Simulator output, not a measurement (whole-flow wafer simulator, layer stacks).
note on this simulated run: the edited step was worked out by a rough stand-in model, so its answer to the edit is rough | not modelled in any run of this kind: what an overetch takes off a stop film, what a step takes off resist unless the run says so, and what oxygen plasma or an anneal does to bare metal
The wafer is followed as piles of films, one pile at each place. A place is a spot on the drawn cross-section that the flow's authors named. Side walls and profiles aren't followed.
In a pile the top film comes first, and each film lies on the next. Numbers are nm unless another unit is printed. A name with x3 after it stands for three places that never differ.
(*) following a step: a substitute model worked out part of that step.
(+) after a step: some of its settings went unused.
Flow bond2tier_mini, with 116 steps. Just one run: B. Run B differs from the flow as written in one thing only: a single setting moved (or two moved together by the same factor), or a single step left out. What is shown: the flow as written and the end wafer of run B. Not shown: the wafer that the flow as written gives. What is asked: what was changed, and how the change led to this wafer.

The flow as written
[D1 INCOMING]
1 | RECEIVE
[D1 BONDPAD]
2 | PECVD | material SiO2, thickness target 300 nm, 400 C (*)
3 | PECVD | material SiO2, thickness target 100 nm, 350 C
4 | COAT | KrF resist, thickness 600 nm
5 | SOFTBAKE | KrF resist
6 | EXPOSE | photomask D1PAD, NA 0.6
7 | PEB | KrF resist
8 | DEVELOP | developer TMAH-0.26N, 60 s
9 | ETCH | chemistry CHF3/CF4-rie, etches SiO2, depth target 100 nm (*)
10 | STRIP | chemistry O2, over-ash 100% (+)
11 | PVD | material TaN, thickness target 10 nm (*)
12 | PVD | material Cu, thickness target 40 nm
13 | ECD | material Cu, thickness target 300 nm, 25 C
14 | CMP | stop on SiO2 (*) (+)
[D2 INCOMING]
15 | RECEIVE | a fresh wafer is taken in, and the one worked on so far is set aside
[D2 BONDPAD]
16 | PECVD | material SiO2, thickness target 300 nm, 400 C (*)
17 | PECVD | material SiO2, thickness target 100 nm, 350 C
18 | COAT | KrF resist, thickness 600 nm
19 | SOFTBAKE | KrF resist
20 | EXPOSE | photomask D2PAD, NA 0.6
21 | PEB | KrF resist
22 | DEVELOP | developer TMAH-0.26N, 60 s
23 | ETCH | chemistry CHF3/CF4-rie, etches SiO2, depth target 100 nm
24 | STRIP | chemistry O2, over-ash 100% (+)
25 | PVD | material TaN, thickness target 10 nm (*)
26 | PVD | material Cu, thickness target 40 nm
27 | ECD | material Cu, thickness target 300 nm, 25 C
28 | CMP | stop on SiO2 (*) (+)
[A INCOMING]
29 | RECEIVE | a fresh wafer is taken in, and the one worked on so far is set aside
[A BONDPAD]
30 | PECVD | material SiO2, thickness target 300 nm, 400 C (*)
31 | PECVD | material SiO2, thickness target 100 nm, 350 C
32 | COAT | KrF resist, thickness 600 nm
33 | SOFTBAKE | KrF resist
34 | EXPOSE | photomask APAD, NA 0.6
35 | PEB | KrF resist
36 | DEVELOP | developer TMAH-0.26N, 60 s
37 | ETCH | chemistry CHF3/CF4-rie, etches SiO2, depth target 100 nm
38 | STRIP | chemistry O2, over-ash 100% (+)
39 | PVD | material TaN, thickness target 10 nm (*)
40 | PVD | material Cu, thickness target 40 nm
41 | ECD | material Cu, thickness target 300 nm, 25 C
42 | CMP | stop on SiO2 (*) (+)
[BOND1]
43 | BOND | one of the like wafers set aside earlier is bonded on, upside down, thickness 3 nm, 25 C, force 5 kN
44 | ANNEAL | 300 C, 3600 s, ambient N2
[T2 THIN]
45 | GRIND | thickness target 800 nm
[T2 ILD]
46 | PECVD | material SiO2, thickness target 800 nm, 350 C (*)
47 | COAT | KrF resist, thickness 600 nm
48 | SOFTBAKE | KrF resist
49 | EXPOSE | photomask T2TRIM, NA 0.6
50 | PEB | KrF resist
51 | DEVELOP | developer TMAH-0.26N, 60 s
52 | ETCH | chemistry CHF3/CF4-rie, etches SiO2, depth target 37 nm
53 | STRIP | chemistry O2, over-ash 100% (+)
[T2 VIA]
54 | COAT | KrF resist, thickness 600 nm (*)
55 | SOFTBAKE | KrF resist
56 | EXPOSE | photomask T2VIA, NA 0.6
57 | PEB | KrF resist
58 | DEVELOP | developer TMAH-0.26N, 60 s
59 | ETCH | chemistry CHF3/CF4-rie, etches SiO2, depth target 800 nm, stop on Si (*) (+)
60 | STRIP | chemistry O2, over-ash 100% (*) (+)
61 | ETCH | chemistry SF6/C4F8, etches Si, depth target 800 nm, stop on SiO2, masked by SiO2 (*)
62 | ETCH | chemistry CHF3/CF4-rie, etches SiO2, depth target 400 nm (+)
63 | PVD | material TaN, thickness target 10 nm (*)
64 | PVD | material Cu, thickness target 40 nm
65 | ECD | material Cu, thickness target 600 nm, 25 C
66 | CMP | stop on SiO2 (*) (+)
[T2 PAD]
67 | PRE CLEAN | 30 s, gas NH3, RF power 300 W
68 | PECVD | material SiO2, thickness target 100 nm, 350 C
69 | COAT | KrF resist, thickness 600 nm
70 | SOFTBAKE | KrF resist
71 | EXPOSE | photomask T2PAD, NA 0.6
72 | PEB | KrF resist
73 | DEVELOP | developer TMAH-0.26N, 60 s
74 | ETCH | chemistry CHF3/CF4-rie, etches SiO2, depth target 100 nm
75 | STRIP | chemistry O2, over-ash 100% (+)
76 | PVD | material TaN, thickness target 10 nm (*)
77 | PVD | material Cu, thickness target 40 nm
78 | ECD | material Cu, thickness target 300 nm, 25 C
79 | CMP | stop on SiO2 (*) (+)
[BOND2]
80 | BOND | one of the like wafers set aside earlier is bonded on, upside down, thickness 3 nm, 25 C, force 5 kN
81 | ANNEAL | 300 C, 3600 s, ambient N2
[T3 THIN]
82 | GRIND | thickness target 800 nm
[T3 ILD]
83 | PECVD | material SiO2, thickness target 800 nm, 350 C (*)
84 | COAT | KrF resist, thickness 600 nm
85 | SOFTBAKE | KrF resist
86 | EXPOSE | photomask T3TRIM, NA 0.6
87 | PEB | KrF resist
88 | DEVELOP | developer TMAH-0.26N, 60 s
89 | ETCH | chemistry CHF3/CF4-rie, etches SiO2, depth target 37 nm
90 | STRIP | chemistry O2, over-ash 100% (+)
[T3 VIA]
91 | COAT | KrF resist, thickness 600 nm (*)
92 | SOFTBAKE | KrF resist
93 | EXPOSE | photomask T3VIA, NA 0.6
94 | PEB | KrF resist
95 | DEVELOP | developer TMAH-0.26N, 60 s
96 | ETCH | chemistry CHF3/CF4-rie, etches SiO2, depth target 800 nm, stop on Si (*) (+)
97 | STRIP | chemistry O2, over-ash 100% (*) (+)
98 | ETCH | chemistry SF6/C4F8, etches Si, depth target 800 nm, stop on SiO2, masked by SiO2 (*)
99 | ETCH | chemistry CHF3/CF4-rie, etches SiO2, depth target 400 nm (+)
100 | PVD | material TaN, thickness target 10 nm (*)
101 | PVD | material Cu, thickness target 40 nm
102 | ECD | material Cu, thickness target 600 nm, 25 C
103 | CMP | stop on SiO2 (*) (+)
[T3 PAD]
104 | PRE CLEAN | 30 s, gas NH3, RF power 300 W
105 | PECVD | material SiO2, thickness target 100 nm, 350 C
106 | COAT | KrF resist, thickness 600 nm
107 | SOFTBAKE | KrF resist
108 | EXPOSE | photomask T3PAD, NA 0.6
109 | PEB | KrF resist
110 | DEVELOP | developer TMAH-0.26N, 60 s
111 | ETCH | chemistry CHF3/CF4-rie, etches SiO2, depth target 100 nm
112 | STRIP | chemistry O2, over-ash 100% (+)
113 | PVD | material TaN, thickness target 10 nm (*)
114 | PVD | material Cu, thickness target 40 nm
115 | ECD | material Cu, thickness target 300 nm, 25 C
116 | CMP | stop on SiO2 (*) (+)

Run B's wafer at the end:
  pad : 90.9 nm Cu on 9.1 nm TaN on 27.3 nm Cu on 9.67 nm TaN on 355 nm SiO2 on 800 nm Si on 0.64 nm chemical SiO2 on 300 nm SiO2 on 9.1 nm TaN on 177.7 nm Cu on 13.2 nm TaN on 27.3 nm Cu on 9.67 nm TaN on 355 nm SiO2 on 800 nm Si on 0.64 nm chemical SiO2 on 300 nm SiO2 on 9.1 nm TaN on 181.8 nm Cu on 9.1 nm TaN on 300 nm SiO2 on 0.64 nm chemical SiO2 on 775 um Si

Cause: step 76, PVD: thickness target 14.5 nm was run, while the flow as written has thickness target 10 nm.

How this came from the change, step by step:
  76 | PVD | material TaN, thickness target 10 nm (*)
      field: TaN gains 14.5 (new film) (it would be, as written: TaN gains 10 (new film))
      pad: TaN gains 13.2 (new film) (it would be, as written: TaN gains 9.1 (new film))
  79 | CMP | stop on SiO2 (*) (+)
      field: Cu loses 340 (all of it), TaN loses 14.5 (all of it) (it would be, as written: Cu loses 340 (all of it), TaN loses 10 (all of it))
